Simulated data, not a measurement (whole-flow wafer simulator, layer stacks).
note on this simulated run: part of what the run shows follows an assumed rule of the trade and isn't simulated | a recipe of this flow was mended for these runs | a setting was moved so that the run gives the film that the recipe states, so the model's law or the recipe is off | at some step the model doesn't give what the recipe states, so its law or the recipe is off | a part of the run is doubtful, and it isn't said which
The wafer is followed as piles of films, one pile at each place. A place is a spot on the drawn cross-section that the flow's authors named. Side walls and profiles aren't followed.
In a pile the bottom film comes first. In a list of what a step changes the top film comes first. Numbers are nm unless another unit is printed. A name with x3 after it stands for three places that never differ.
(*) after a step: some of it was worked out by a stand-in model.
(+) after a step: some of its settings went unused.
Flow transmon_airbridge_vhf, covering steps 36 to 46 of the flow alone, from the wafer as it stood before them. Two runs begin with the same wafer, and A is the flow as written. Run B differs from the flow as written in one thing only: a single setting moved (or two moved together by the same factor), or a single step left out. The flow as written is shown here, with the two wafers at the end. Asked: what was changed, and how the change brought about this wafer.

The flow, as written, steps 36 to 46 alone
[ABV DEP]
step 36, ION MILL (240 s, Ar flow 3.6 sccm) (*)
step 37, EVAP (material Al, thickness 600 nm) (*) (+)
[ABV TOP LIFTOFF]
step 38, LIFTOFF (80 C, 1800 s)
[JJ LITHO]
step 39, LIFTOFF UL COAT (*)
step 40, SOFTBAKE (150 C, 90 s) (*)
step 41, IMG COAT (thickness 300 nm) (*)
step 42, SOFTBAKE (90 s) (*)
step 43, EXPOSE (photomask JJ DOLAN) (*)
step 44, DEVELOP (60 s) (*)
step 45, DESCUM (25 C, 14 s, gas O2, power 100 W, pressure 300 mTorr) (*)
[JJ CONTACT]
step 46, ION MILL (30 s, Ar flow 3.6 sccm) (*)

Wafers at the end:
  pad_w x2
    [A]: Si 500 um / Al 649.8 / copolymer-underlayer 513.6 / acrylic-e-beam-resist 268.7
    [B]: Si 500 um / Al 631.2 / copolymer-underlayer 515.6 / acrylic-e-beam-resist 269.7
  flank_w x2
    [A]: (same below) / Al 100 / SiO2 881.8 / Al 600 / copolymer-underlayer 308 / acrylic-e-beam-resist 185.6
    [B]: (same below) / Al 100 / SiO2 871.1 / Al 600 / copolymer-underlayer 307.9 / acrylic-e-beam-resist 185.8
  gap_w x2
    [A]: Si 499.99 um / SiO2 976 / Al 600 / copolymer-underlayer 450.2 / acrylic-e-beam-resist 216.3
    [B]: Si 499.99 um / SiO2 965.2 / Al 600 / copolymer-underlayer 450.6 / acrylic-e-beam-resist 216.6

Cause: step 36, ION MILL: 348 s was run, while the flow as written has 240 s.

Step by step, how the change led to this:
  step 36, ION MILL (240 s, Ar flow 3.6 sccm) (*)
      field x3, jj_line, ground_far, trace_open_s x2, margin_s, margin_n: A -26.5 i-line-resist | B -38.4 i-line-resist
      flank_w x2, gap_w x2, cpw_trace, bridge_strip: A -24 SiO2 | B -34.8 SiO2
      (also at 2 further places)
  step 38, LIFTOFF (80 C, 1800 s)
      margin_s, margin_n: A -600 Al (all of it), -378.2 i-line-resist (all of it), -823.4 lift-off-underlayer (all of it), -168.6 acrylic-e-beam-resist (all of it) | B -600 Al (all of it), -366.3 i-line-resist (all of it), -823.4 lift-off-underlayer (all of it), -168.6 acrylic-e-beam-resist (all of it)
